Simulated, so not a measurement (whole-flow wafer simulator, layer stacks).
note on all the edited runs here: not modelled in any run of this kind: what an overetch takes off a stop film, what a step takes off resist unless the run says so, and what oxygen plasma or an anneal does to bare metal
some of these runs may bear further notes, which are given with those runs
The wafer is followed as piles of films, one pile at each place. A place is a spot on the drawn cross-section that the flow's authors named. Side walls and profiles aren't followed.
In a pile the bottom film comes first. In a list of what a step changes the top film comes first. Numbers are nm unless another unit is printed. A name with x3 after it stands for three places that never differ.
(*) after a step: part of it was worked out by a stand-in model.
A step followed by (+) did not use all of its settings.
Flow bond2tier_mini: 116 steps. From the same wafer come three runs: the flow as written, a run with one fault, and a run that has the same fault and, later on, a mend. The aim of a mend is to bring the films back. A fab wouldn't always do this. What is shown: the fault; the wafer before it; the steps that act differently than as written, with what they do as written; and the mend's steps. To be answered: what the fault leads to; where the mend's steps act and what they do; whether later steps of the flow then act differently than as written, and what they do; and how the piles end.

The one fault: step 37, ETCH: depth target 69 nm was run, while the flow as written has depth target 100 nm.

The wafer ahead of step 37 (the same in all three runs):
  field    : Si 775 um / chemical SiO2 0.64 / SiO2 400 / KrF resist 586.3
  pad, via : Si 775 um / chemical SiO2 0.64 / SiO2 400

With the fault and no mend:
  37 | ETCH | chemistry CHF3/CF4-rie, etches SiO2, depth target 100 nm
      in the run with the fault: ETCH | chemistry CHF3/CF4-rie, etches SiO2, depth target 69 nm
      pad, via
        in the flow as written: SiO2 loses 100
        in the run with the fault: SiO2 loses 69
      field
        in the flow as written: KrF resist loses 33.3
        in the run with the fault: KrF resist loses 23
  Steps later in the flow that act otherwise than as written (2 more steps, not shown, differ only slightly: by at most 2% or 0.5 nm, whichever is larger):
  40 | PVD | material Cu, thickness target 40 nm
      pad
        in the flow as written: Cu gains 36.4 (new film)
        in the run with the fault: Cu gains 37.5 (new film)
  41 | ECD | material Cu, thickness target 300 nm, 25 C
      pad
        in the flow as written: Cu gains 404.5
        in the run with the fault: Cu gains 372.1
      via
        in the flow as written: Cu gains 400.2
        in the run with the fault: Cu gains 369.1
  At pad, the piles at the end differ from the flow's by more than 2% or 0.5 nm, whichever is larger.
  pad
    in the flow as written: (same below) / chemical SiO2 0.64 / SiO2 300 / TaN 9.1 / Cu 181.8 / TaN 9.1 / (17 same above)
    in the run with the fault: (same below) / chemical SiO2 0.64 / SiO2 331 / TaN 9.38 / Cu 150.5 / TaN 9.1 / (17 same above)

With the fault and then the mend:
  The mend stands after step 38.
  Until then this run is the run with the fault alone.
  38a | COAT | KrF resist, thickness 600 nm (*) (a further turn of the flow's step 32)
      field
        KrF resist gains 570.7 (new film)
      pad
        KrF resist gains 630.5 (new film)
      via
        KrF resist gains 626.8 (new film)
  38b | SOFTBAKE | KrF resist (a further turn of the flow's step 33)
      alters no film at any place that is followed
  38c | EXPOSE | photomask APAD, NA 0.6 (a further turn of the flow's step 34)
      alters no film at any place that is followed
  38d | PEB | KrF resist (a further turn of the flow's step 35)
      alters no film at any place that is followed
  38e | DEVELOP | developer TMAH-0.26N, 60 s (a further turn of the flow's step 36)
      field
        KrF resist loses 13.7
      pad
        KrF resist loses 630.5 (all of it)
      via
        KrF resist loses 626.8 (all of it)
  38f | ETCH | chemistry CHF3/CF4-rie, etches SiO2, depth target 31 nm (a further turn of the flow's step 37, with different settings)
      pad, via
        SiO2 loses 31
      field
        KrF resist loses 10.3
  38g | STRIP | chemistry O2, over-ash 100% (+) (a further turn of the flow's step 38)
      field
        KrF resist loses 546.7 (all of it)
  None of the later steps of the flow acts differently than as written at any place that is followed.
  By the end, the piles equal the flow's at every place that both follow.
